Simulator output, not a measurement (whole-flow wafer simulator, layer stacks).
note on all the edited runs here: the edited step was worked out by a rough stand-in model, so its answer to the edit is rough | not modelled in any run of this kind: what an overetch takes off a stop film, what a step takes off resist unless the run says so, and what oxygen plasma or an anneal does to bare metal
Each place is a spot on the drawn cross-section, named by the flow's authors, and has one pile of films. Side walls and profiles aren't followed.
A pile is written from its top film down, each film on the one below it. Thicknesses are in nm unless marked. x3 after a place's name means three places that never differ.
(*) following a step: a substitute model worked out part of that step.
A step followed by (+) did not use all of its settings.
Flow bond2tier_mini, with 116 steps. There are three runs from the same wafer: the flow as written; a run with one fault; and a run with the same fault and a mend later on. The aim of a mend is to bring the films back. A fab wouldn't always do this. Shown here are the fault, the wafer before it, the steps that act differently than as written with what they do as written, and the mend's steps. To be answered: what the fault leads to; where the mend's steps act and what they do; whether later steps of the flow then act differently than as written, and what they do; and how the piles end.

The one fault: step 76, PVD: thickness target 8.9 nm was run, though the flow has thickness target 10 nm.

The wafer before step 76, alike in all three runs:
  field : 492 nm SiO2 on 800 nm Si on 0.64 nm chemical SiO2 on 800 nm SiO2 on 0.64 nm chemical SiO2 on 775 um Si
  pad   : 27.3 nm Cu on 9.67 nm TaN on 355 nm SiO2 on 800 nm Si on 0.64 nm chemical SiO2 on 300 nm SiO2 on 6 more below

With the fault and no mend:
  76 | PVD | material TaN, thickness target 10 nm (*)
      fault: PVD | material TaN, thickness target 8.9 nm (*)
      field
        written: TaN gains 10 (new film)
        fault: TaN gains 8.9 (new film)
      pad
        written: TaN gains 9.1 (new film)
        fault: TaN gains 8.1 (new film)
  Steps later in the flow that act otherwise than as written (1 other step is not shown; it differs only slightly, by no more than 2% or 0.5 nm, whichever is larger):
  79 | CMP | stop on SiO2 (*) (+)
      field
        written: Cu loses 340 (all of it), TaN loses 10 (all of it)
        fault: Cu loses 340 (all of it), TaN loses 8.9 (all of it)
  By the end, the piles at pad depart from the flow's by more than 2% or 0.5 nm, whichever is larger.
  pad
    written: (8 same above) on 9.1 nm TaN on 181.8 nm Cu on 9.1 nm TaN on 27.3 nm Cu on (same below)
    fault: (8 same above) on 9.1 nm TaN on 182.8 nm Cu on 8.1 nm TaN on 27.3 nm Cu on (same below)

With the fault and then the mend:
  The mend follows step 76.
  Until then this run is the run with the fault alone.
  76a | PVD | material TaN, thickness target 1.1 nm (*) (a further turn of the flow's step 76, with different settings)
      field
        TaN gains 1.1
      pad
        TaN gains 1
  Every later step of the flow that is run acts as written at every place that is followed.
  The piles end the same as the flow's at every place that both follow.
